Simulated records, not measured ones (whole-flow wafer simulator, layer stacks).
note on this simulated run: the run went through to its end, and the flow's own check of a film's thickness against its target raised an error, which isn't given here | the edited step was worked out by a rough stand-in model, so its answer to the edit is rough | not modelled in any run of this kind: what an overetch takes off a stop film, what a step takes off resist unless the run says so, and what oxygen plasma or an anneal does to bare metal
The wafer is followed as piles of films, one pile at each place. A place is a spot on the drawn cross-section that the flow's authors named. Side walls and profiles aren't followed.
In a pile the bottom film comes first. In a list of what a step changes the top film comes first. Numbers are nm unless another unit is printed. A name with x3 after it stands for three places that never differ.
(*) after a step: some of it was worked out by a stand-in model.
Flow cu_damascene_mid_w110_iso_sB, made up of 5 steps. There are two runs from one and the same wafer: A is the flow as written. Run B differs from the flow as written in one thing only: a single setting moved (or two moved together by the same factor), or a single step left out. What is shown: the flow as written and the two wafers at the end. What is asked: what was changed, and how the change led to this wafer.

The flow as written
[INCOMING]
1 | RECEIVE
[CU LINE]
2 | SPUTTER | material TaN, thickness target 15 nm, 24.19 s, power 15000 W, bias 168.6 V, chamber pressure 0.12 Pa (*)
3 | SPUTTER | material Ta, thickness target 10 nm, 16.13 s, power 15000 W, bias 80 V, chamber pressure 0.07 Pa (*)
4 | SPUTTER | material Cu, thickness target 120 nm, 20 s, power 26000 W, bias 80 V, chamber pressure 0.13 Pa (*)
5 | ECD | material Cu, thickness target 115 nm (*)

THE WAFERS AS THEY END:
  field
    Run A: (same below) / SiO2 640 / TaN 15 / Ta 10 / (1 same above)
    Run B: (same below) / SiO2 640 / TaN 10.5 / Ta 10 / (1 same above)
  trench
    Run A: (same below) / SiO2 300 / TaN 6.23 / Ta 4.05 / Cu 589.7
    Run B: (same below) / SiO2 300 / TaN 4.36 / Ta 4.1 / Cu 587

The reason: step 2, SPUTTER: 16.93 s was run, though the flow has 24.19 s.

How this came from the change, step by step:
  2 | SPUTTER | material TaN, thickness target 15 nm, 24.19 s, power 15000 W, bias 168.6 V, chamber pressure 0.12 Pa (*)
      field: A +15 TaN (new film) | B +10.5 TaN (new film)
      trench: A +6.23 TaN (new film) | B +4.36 TaN (new film)
